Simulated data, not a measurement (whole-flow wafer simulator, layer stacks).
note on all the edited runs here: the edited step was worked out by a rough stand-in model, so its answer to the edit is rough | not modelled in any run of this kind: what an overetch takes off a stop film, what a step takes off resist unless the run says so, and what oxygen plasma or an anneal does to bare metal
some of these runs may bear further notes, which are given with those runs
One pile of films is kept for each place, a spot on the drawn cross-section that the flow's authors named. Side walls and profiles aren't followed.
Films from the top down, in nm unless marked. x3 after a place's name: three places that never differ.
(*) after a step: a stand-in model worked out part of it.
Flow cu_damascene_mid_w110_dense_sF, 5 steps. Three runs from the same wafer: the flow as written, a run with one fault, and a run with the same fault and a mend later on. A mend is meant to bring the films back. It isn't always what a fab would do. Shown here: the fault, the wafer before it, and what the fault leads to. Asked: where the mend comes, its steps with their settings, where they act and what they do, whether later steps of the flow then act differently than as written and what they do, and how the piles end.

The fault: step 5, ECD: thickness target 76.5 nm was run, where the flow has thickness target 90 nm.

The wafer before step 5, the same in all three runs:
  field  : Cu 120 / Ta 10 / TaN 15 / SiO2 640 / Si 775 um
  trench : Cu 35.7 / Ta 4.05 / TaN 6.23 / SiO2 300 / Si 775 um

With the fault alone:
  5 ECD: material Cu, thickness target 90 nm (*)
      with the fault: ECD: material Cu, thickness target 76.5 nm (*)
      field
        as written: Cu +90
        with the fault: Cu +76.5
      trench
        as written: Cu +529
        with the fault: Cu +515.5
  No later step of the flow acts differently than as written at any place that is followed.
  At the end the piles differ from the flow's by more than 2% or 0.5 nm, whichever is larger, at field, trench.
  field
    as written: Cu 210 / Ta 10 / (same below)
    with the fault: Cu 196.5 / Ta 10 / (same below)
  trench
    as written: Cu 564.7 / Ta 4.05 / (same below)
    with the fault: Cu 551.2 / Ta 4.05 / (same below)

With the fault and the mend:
  The mend comes after step 5.
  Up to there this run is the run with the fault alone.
  5a ECD: material Cu, thickness target 13.5 nm (the flow's step 5 once more, with other settings)
      field, trench
        Cu +13.5
  No later step of the flow acts differently than as written at any place that is followed.
  At the end the piles are the same as the flow's at every place that both follow.
